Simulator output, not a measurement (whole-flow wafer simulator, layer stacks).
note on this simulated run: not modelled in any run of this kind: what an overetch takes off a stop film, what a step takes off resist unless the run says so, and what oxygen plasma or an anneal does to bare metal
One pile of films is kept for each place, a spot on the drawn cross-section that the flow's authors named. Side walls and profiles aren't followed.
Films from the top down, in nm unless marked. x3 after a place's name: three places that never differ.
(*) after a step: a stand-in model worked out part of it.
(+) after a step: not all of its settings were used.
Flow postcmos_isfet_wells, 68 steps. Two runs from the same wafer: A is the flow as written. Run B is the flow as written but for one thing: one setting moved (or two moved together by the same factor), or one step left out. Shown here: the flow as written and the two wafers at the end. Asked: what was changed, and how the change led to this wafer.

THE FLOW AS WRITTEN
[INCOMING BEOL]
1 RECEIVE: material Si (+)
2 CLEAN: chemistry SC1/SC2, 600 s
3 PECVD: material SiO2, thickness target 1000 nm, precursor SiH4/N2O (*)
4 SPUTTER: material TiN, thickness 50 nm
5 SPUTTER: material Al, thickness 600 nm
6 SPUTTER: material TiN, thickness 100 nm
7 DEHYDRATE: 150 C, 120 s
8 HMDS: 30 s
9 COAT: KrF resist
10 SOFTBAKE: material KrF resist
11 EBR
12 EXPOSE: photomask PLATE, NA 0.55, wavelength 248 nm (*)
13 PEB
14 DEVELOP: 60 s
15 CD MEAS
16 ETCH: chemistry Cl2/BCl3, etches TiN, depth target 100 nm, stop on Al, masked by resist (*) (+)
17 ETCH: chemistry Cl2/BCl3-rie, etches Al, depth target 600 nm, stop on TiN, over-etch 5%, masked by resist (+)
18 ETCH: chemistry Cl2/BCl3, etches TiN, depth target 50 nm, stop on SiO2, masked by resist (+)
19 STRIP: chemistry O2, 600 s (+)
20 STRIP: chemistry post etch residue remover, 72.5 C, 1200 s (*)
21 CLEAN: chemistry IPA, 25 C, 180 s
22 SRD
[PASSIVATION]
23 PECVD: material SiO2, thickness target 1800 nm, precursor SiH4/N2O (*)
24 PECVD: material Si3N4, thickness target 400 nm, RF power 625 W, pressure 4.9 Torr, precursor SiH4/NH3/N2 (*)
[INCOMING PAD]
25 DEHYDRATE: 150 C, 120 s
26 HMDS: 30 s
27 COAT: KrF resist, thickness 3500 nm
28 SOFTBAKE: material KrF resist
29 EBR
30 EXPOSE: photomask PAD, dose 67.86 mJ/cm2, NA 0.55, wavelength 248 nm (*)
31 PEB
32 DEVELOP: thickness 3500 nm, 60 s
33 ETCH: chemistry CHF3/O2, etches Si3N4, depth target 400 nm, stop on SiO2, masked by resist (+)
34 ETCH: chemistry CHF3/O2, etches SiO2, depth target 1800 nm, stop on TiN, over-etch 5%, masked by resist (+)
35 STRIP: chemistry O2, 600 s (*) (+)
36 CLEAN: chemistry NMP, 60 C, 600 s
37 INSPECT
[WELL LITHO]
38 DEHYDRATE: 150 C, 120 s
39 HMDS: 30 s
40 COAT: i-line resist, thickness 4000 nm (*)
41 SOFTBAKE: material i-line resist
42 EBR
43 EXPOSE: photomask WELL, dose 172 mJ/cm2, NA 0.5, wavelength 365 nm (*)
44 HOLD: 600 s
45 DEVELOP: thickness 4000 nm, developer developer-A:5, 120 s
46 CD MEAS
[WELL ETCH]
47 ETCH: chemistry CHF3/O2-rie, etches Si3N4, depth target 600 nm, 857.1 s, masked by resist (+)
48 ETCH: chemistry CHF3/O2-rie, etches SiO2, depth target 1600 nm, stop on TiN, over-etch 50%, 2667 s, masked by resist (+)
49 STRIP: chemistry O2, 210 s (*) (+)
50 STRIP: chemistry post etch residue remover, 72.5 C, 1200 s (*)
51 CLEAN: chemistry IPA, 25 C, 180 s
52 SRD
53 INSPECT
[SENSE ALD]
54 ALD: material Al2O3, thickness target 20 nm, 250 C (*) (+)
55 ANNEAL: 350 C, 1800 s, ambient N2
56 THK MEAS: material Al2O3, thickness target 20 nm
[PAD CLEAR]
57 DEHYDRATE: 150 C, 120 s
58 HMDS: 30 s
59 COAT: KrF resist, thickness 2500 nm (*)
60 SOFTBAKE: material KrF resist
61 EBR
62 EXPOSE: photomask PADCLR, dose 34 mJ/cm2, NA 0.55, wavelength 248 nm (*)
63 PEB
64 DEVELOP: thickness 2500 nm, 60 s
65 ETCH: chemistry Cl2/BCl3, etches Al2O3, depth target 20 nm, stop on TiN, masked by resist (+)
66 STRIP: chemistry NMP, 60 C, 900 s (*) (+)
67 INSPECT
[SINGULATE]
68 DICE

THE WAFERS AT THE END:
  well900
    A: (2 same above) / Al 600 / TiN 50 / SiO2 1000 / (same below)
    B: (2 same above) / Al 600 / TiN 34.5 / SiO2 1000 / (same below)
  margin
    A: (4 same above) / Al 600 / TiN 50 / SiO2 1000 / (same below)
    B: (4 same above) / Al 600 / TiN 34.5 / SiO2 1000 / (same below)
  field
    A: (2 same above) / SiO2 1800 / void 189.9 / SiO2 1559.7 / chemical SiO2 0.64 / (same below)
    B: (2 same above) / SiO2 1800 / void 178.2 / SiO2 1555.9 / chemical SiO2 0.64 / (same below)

The cause: step 4, SPUTTER: thickness 34.5 nm was run, where the flow has thickness 50 nm.
It can be read off the wafer: well900 has TiN 34.5, and step 4 as written asks for 50 nm.

How the change led to this, step by step:
  4 SPUTTER: material TiN, thickness 50 nm
      field, margin, well900, well1300 x3, pad_rim, pad_clr, pad_open: A TiN +50 (new film) | B TiN +34.5 (new film)
  18 ETCH: chemistry Cl2/BCl3, etches TiN, depth target 50 nm, stop on SiO2, masked by resist (+)
      field: A TiN -50 (all of it) | B TiN -34.5 (all of it)
  23 PECVD: material SiO2, thickness target 1800 nm, precursor SiH4/N2O (*)
      field: A SiO2 +1800 (new film), void +189.9 (new film), SiO2 +559.7 | B SiO2 +1800 (new film), void +178.2 (new film), SiO2 +555.9
